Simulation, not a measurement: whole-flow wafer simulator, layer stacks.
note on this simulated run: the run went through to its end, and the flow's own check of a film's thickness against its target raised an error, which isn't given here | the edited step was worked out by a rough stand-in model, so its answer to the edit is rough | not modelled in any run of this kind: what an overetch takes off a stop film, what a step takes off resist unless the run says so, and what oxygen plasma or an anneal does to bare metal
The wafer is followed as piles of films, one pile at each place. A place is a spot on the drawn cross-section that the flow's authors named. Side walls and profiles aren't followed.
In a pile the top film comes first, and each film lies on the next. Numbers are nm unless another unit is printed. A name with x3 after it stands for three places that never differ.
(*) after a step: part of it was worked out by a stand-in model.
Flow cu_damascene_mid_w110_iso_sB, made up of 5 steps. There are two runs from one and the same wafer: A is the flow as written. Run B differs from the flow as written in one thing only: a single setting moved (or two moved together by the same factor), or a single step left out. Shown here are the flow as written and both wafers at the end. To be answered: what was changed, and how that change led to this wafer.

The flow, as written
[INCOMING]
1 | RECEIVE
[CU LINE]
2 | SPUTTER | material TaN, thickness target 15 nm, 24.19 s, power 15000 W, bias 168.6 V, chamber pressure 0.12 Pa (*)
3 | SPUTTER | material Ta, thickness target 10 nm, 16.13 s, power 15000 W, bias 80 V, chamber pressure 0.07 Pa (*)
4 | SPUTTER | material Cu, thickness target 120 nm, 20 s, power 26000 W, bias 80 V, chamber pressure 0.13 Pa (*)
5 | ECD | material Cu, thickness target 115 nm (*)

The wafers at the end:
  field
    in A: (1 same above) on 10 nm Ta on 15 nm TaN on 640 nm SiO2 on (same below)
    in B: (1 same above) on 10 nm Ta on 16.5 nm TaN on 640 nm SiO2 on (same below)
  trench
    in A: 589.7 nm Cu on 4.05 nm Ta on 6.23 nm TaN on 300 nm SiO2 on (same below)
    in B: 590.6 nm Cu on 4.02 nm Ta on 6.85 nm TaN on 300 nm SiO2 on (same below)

What caused this: step 2, SPUTTER: thickness target 16.5 nm was run, though the flow has thickness target 15 nm; step 2, SPUTTER: 26.61 s was run, where the flow has 24.19 s.
The wafer itself shows it: field has TaN 16.5, and step 2 as written asks for 15 nm.

The path from the change to this, step by step:
  2 | SPUTTER | material TaN, thickness target 15 nm, 24.19 s, power 15000 W, bias 168.6 V, chamber pressure 0.12 Pa (*)
      field: A TaN gains 15 (new film) | B TaN gains 16.5 (new film)
      trench: A TaN gains 6.23 (new film) | B TaN gains 6.85 (new film)
